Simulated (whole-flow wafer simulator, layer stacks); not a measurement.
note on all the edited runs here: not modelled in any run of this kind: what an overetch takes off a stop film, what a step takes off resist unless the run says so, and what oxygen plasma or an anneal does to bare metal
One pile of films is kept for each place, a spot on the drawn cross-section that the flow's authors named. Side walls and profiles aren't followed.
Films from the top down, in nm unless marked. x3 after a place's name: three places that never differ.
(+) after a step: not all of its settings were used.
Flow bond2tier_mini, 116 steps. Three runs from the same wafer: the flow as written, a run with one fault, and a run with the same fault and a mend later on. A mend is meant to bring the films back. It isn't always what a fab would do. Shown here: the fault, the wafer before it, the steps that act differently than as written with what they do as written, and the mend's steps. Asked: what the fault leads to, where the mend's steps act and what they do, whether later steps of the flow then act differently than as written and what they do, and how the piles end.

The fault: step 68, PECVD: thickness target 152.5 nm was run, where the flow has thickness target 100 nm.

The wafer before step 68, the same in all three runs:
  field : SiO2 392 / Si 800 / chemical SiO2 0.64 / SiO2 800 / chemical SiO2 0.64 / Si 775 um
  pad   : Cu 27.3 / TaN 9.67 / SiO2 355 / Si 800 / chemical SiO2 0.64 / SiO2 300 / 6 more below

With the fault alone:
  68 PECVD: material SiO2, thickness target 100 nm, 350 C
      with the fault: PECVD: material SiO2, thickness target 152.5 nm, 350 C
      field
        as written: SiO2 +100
        with the fault: SiO2 +152.5
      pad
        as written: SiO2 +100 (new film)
        with the fault: SiO2 +152.5 (new film)
  Later steps of the flow that act differently than as written:
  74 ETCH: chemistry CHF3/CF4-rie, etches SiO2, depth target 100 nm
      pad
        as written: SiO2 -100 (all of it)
        with the fault: SiO2 -100
  At the end the piles differ from the flow's by more than 2% or 0.5 nm, whichever is larger, at field, pad.
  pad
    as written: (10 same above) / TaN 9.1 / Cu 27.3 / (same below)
    with the fault: (10 same above) / TaN 9.1 / SiO2 52.5 / Cu 27.3 / (same below)
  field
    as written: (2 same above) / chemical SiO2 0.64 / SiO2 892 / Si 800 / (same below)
    with the fault: (2 same above) / chemical SiO2 0.64 / SiO2 944.5 / Si 800 / (same below)

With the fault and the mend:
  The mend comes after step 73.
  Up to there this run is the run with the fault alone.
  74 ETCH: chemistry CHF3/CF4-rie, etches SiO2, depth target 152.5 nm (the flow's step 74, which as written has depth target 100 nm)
      field
        KrF resist -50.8
      pad
        SiO2 -152.5 (all of it)
  Later steps of the flow that act differently than as written (1 more step differs only slightly, by at most 2% or 0.5 nm, whichever is larger, and isn't shown):
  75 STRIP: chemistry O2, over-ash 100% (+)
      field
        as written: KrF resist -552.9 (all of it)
        with the mend: KrF resist -535.4 (all of it)
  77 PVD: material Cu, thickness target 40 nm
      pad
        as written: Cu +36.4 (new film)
        with the mend: Cu +34.7 (new film)
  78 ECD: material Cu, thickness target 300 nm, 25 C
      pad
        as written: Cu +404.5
        with the mend: Cu +459.2
  At the end the piles differ from the flow's by more than 2% or 0.5 nm, whichever is larger, at field, pad.
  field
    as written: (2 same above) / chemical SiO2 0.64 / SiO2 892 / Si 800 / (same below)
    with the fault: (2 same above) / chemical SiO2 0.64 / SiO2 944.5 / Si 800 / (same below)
    with the mend: (2 same above) / chemical SiO2 0.64 / SiO2 944.5 / Si 800 / (same below)
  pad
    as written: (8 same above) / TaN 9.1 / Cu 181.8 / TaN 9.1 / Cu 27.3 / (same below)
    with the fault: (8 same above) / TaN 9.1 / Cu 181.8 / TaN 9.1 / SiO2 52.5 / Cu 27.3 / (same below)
    with the mend: (8 same above) / TaN 9.1 / Cu 234.7 / TaN 8.66 / Cu 27.3 / (same below)
